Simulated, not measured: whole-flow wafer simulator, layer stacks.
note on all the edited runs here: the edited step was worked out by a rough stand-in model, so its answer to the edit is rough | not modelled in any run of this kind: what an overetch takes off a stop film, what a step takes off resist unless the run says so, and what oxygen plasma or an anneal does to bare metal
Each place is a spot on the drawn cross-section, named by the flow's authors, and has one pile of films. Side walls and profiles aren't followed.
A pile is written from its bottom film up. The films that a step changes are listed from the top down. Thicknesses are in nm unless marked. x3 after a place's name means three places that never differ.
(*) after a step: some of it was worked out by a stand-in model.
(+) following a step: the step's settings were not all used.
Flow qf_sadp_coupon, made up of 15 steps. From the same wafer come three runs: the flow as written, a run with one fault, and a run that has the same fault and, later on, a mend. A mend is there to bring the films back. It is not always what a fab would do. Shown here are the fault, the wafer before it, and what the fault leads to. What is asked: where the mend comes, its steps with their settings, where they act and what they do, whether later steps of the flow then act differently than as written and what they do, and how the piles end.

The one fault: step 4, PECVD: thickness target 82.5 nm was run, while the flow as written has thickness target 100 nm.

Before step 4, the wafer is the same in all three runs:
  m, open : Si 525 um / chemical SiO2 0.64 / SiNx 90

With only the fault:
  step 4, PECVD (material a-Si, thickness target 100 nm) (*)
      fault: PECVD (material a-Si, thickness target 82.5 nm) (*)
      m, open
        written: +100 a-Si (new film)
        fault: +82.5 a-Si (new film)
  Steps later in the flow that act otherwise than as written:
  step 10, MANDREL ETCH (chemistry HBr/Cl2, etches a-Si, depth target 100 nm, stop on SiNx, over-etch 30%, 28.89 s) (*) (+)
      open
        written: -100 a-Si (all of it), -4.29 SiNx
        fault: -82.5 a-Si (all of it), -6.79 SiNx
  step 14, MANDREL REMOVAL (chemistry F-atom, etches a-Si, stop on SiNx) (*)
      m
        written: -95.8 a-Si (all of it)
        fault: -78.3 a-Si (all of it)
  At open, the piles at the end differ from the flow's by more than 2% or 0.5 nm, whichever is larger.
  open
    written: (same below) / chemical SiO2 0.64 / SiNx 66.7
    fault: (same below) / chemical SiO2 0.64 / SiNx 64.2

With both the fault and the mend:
  The mend follows step 4.
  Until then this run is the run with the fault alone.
  step 4a, PECVD (material a-Si, thickness target 17.5 nm) (*) (a further turn of the flow's step 4, with different settings)
      m, open
        +17.5 a-Si
  None of the later steps of the flow acts differently than as written at any place that is followed.
  At every place that both follow, the piles at the end match the flow's.
